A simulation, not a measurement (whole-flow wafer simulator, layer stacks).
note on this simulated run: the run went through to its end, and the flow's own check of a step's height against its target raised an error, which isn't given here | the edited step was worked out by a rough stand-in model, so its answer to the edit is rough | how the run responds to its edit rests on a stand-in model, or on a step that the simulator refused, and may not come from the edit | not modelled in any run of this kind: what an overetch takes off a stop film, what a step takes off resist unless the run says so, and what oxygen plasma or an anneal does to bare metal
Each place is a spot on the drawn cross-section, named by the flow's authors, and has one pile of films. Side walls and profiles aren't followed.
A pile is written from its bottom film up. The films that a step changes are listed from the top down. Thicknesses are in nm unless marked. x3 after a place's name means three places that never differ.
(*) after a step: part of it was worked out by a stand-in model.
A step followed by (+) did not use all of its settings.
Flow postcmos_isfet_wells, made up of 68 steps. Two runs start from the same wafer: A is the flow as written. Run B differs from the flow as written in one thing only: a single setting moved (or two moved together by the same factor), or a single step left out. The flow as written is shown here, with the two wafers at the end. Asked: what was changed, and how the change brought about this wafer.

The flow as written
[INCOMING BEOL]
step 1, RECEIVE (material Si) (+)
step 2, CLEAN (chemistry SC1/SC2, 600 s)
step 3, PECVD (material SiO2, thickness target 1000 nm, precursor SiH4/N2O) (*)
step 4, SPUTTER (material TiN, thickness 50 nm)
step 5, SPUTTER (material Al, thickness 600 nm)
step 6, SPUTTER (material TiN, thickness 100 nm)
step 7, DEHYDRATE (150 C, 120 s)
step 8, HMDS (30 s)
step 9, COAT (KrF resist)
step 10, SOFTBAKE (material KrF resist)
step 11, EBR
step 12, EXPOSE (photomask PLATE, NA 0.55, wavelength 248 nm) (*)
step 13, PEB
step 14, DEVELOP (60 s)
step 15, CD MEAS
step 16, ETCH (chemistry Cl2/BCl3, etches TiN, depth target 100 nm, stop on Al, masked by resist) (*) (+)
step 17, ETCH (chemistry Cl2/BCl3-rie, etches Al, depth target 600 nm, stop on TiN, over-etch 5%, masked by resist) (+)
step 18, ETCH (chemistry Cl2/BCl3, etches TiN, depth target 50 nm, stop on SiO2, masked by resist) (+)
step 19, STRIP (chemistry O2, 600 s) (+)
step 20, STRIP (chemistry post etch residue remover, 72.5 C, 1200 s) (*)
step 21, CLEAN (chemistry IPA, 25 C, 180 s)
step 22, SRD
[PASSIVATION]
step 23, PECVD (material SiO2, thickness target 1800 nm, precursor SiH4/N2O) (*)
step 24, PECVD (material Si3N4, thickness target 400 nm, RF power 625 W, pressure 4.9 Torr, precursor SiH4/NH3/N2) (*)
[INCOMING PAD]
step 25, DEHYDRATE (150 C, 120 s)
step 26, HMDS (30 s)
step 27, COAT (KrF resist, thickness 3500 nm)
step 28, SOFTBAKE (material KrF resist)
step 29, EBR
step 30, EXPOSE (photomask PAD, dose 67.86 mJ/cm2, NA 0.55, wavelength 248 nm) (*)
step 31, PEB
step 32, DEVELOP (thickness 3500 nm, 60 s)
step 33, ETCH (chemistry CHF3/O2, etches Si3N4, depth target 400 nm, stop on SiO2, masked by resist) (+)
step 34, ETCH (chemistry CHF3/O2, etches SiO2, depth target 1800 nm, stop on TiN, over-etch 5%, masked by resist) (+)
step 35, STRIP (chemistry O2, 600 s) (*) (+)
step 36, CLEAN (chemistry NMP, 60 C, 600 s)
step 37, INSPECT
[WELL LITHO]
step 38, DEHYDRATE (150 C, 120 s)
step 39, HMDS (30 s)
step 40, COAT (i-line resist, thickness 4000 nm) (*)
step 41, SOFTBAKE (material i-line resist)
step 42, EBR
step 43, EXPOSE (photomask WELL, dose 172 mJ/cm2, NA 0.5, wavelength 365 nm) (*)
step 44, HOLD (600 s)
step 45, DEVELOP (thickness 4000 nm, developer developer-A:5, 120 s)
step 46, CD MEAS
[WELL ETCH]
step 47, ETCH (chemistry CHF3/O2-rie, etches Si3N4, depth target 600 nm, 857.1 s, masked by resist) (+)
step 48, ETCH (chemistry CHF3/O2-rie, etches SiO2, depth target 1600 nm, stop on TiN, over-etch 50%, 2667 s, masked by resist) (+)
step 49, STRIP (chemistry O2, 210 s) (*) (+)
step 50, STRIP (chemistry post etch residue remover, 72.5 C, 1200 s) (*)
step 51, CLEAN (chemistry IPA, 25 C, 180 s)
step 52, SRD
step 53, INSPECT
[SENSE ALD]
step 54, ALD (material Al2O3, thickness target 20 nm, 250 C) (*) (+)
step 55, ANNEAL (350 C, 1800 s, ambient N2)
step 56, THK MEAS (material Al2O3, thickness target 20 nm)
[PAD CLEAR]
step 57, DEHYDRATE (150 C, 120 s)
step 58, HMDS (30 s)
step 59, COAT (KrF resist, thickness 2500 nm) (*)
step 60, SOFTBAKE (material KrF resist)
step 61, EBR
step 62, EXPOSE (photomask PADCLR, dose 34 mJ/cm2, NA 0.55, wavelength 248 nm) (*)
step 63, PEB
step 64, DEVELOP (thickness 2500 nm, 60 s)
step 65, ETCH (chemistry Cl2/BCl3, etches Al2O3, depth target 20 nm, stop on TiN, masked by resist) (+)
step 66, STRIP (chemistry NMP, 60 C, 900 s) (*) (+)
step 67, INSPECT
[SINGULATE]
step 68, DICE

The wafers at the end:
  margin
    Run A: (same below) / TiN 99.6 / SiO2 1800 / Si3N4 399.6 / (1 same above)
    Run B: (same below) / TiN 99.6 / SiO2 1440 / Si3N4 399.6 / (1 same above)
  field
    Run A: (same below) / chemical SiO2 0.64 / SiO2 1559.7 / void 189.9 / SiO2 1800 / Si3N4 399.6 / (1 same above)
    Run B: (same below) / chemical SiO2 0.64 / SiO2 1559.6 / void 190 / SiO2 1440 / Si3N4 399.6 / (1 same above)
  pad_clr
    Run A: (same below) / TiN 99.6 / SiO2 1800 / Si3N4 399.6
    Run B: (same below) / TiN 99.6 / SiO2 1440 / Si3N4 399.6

What caused this: step 23, PECVD: thickness target 1440 nm was run, though the flow has thickness target 1800 nm.
The wafer lets one read it off: margin has SiO2 1440, and step 23 as written asks for 1800 nm.

The path from the change to this, step by step:
  step 23, PECVD (material SiO2, thickness target 1800 nm, precursor SiH4/N2O) (*)
      margin, well900, well1300 x3, pad_rim, pad_clr, pad_open: A +1800 SiO2 (new film) | B +1440 SiO2 (new film)
      field: A +1800 SiO2 (new film), +189.9 void (new film), +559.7 SiO2 | B +1440 SiO2 (new film), +190 void (new film), +559.6 SiO2
  step 34, ETCH (chemistry CHF3/O2, etches SiO2, depth target 1800 nm, stop on TiN, over-etch 5%, masked by resist) (+)
      field, margin, well900, well1300 x3, pad_rim, pad_clr: A -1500 KrF resist | B -1260 KrF resist
      pad_open: A -1800 SiO2 (all of it) | B -1440 SiO2 (all of it)
  step 35, STRIP (chemistry O2, 600 s) (*) (+)
      field, margin, well900, well1300 x3, pad_rim, pad_clr: A -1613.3 KrF resist (all of it) | B -1853.3 KrF resist (all of it)
  step 40, COAT (i-line resist, thickness 4000 nm) (*)
      pad_clr: A +3256.8 i-line resist (new film) | B +3370.3 i-line resist (new film)
      pad_open: A +4804.7 i-line resist (new film) | B +4675 i-line resist (new film)
  step 41, SOFTBAKE (material i-line resist)
      pad_clr: A -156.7 i-line resist | B -121.8 i-line resist
      pad_open: A +115.3 i-line resist | B +99.1 i-line resist
  step 48, ETCH (chemistry CHF3/O2-rie, etches SiO2, depth target 1600 nm, stop on TiN, over-etch 50%, 2667 s, masked by resist) (+)
      well900, well1300 x3: A -1600 SiO2 (all of it) | B -1240 SiO2 (all of it)
  step 49, STRIP (chemistry O2, 210 s) (*) (+)
      pad_clr: A -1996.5 i-line resist (all of it) | B -2144.8 i-line resist (all of it)
      pad_open: A -3816.3 i-line resist (all of it) | B -3670.4 i-line resist (all of it)
  step 59, COAT (KrF resist, thickness 2500 nm) (*)
      field: A +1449 KrF resist (new film) | B +1621 KrF resist (new film)
      margin: A +1448.9 KrF resist (new film) | B +1620.9 KrF resist (new film)
      (as well as at 3 more places)
  step 60, SOFTBAKE (material KrF resist)
      pad_clr: A -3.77 KrF resist | B -3.24 KrF resist
  step 63, PEB
      field, margin: A -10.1 KrF resist | B -11.3 KrF resist
      pad_rim: A -13.9 KrF resist | B -14.5 KrF resist
      (as well as at 2 more places)
  step 64, DEVELOP (thickness 2500 nm, 60 s)
      pad_clr: A -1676 KrF resist (all of it) | B -1797.1 KrF resist (all of it)
      pad_open: A -3045.1 KrF resist (all of it) | B -2955.1 KrF resist (all of it)
  step 66, STRIP (chemistry NMP, 60 C, 900 s) (*) (+)
      field: A -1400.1 KrF resist (all of it) | B -1570.9 KrF resist (all of it)
      margin: A -1400.1 KrF resist (all of it) | B -1570.8 KrF resist (all of it)
      (as well as at 1 more place)
